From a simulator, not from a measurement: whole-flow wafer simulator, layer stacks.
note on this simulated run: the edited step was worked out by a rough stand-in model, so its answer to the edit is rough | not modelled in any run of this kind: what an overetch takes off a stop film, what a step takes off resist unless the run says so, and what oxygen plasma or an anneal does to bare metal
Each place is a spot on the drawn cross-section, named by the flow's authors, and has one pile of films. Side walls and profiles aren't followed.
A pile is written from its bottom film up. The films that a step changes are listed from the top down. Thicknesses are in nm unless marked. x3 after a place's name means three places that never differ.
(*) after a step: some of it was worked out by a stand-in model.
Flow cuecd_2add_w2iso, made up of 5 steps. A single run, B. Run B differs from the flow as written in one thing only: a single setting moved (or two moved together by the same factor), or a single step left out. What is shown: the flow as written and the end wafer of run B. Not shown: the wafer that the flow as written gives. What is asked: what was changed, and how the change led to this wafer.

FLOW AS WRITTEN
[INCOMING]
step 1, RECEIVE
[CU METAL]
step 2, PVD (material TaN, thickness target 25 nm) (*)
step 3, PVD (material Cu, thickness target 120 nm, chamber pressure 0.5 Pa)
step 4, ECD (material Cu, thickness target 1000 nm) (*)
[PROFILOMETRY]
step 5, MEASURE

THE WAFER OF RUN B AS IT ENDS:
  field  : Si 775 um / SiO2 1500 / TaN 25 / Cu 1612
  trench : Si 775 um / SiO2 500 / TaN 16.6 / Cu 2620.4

The reason: step 4, ECD: thickness target 1492 nm was run, while the flow as written has thickness target 1000 nm.

The path from the change to this, step by step:
  step 4, ECD (material Cu, thickness target 1000 nm) (*)
      field: +1492 Cu (it would be, as written: +1000 Cu)
      trench: +2539.6 Cu (it would be, as written: +2047.6 Cu)
